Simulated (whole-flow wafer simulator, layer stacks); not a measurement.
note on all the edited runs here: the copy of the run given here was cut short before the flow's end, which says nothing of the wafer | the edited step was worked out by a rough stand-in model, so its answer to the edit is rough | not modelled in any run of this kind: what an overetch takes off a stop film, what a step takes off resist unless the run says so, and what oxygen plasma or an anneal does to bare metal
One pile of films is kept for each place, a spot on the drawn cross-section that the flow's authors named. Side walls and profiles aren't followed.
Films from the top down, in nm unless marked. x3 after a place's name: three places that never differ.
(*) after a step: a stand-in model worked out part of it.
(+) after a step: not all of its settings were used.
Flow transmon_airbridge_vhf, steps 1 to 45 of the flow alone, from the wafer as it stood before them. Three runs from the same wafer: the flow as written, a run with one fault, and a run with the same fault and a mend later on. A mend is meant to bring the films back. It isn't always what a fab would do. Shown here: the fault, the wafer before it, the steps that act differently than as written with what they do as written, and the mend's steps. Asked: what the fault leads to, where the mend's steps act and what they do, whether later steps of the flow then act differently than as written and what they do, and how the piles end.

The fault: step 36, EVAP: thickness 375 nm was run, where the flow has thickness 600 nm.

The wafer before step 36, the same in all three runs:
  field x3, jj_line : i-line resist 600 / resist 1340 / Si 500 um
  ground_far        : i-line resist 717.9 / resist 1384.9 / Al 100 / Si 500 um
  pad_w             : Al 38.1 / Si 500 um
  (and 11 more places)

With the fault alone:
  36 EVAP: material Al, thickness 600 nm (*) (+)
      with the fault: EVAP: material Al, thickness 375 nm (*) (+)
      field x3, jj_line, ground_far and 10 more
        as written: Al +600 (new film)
        with the fault: Al +375 (new film)
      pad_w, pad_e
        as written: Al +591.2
        with the fault: Al +369.5
  Later steps of the flow that act differently than as written:
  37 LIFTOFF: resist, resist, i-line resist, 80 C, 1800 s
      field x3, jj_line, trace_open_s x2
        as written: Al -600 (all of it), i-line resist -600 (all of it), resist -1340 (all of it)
        with the fault: Al -375 (all of it), i-line resist -600 (all of it), resist -1340 (all of it)
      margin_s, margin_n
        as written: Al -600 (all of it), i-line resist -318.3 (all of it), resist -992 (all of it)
        with the fault: Al -375 (all of it), i-line resist -318.3 (all of it), resist -992 (all of it)
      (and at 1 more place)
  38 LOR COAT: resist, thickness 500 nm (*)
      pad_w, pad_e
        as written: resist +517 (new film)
        with the fault: resist +537.7 (new film)
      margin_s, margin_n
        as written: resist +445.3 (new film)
        with the fault: resist +425 (new film)
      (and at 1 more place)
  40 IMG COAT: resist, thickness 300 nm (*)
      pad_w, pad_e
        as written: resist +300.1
        with the fault: resist +310.3
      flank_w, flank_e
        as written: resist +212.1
        with the fault: resist +219.7
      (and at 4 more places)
  At the end the piles differ from the flow's by more than 2% or 0.5 nm, whichever is larger, at pad_w, flank_w, gap_w and 7 more.
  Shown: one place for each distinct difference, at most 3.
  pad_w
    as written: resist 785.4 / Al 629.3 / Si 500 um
    with the fault: resist 816.2 / Al 407.6 / Si 500 um
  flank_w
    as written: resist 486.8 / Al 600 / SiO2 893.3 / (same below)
    with the fault: resist 499.9 / Al 375 / SiO2 893.3 / (same below)
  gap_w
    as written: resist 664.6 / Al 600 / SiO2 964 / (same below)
    with the fault: resist 681.3 / Al 375 / SiO2 964 / (same below)

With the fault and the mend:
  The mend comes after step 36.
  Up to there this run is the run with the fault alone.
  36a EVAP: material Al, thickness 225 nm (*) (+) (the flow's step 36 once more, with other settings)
      field x3, jj_line, ground_far and 10 more
        Al +225
      pad_w, pad_e
        Al +221.7
  No later step of the flow acts differently than as written, at any place that is followed, by more than 2% or 0.5 nm, whichever is larger.
  At the end the piles differ from the flow's only slightly at the places that both follow, by at most 2% or 0.5 nm, whichever is larger.
